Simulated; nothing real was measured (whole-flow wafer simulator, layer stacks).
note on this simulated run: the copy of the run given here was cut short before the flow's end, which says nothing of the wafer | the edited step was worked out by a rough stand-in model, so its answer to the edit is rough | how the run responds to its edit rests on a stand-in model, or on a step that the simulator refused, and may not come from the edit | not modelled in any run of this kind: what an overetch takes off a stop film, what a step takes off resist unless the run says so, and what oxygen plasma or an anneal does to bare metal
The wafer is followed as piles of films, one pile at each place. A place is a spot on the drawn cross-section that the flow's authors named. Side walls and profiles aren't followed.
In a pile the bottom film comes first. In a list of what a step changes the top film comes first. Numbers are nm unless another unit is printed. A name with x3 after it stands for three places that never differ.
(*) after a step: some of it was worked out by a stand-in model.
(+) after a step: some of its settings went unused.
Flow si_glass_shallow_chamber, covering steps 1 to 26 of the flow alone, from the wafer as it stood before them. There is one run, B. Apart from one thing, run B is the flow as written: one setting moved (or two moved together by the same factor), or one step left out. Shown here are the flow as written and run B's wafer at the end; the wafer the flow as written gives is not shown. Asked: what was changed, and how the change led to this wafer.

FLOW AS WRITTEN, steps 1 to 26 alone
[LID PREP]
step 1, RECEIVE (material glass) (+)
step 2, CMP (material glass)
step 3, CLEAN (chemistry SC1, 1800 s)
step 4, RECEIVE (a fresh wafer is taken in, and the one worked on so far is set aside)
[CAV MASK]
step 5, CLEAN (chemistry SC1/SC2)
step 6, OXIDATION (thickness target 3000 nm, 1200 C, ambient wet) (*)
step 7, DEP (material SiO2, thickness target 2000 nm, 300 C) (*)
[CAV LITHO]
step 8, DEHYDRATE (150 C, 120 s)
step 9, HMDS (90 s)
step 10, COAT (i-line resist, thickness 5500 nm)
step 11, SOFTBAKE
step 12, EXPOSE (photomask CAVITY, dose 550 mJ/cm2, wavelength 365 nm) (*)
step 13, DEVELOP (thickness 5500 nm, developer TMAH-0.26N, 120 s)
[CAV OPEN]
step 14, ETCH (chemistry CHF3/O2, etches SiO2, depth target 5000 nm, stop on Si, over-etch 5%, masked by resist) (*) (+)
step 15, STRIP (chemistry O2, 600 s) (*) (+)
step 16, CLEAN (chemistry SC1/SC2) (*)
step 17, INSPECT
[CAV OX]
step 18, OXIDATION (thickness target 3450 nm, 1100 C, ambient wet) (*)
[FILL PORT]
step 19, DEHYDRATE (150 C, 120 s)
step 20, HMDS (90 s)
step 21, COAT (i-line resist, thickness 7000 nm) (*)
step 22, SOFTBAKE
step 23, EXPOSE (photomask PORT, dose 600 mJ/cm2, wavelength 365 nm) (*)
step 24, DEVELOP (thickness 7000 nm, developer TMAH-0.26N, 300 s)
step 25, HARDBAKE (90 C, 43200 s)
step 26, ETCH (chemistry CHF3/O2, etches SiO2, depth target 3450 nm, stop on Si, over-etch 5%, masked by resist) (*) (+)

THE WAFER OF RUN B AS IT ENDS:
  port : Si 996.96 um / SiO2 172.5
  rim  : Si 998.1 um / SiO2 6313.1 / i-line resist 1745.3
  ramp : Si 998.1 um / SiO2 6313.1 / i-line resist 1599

The reason: step 18, OXIDATION: thickness target 3795 nm was run, while the flow as written has thickness target 3450 nm.

How this came from the change, step by step:
  step 18, OXIDATION (thickness target 3450 nm, 1100 C, ambient wet) (*)
      rim, ramp, septum, ring: +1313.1 SiO2, -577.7 Si (as written it would have been: +1109.8 SiO2, -488.3 Si)
      cav, port: +3795 SiO2 (new film), -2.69 chemical SiO2 (all of it), -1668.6 Si (as written it would have been: +3450 SiO2 (new film), -2.69 chemical SiO2 (all of it), -1516.8 Si)
  step 22, SOFTBAKE
      ramp: -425 i-line resist (as written it would have been: -434.5 i-line resist)
  step 25, HARDBAKE (90 C, 43200 s)
      rim: -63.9 i-line resist (as written it would have been: -62.5 i-line resist)
      ramp: -58.7 i-line resist (as written it would have been: -57.1 i-line resist)
  step 26, ETCH (chemistry CHF3/O2, etches SiO2, depth target 3450 nm, stop on Si, over-etch 5%, masked by resist) (*) (+)
      port: -3622.5 SiO2 (as written it would have been: -3450 SiO2 (all of it), -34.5 Si)
